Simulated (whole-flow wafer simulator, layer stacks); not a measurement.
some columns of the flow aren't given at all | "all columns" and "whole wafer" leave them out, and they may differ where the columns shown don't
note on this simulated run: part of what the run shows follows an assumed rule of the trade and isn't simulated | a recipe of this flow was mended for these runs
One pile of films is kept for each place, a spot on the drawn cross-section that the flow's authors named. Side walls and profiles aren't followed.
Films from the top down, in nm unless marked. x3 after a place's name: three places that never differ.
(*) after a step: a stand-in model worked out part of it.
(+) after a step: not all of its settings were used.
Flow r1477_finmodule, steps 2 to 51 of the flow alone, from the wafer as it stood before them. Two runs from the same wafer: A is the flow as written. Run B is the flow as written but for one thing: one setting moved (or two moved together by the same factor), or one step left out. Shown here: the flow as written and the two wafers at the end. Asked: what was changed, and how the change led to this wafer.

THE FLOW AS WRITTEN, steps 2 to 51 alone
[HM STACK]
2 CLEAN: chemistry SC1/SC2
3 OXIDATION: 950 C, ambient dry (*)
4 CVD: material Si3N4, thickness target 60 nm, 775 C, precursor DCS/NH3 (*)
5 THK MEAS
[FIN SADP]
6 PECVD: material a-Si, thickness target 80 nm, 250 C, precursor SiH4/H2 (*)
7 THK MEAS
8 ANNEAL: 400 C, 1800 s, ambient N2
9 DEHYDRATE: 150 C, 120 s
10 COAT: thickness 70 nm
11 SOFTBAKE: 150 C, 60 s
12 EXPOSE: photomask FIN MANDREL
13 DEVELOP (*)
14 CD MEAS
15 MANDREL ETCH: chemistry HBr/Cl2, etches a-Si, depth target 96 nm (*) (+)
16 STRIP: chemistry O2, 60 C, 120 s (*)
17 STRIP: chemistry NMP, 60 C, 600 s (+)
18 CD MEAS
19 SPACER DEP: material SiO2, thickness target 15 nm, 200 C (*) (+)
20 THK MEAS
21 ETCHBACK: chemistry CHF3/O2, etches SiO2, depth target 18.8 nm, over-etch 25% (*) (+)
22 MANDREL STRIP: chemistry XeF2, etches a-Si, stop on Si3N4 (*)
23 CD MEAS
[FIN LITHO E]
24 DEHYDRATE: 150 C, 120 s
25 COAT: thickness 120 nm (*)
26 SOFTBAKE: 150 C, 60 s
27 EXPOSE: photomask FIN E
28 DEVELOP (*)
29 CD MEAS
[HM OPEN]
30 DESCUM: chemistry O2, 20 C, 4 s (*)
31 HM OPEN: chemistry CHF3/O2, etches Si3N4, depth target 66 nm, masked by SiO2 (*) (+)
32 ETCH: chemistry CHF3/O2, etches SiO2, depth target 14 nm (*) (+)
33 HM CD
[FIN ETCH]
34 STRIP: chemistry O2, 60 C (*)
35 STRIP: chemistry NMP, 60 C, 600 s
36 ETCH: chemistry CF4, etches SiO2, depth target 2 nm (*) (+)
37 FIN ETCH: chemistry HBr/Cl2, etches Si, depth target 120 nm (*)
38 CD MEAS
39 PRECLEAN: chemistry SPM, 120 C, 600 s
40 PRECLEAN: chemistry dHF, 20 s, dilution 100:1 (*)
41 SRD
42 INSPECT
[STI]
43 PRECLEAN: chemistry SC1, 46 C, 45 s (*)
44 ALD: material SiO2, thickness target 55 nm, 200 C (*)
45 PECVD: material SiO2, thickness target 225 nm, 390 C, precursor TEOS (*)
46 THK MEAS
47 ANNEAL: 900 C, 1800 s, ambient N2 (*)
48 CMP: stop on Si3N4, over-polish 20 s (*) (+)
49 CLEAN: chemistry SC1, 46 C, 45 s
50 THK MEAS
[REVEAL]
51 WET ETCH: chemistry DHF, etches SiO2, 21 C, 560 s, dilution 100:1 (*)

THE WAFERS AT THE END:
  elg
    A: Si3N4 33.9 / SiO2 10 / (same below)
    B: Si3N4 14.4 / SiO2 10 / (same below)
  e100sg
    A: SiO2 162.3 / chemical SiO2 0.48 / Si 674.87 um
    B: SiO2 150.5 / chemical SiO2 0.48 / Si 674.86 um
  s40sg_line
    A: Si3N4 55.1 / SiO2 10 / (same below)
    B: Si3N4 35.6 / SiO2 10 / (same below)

The cause: step 4, CVD: 752 C was run, where the flow has 775 C.

How the change led to this, step by step:
  4 CVD: material Si3N4, thickness target 60 nm, 775 C, precursor DCS/NH3 (*)
      pad, padg, elg and 33 more: A Si3N4 +60 (new film) | B Si3N4 +40.5 (new film)
  31 HM OPEN: chemistry CHF3/O2, etches Si3N4, depth target 66 nm, masked by SiO2 (*) (+)
      pad, padg, esg and 13 more: A Si3N4 -54.1 (all of it), SiO2 -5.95 | B Si3N4 -34.6 (all of it), SiO2 -10 (all of it), Si -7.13
      s40cg, s45cg, s50cg, s40co, s45co, s50co: A Si3N4 -60 (all of it), SiO2 -3 | B Si3N4 -40.5 (all of it), SiO2 -10 (all of it), Si -5.16
  32 ETCH: chemistry CHF3/O2, etches SiO2, depth target 14 nm (*) (+)
      pad, padg: A SiO2 -4.05 (all of it), Si -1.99 | B Si -2.8
      esg, eso: A SiO2 -4.05 (all of it), Si -1.99 | B Si -2.35
      (and at 18 more places)
  44 ALD: material SiO2, thickness target 55 nm, 200 C (*)
      s40sg, s45sg, s50sg, s40so, s45so, s50so: A SiO2 +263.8 (new film) | B SiO2 +251.9 (new film)
      s45cg, s50cg, s45co, s50co: A SiO2 +263.2 (new film) | B SiO2 +250 (new film)
      (and at 10 more places)
  48 CMP: stop on Si3N4, over-polish 20 s (*) (+)
      pad, padg: A SiO2 -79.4 | B SiO2 -91
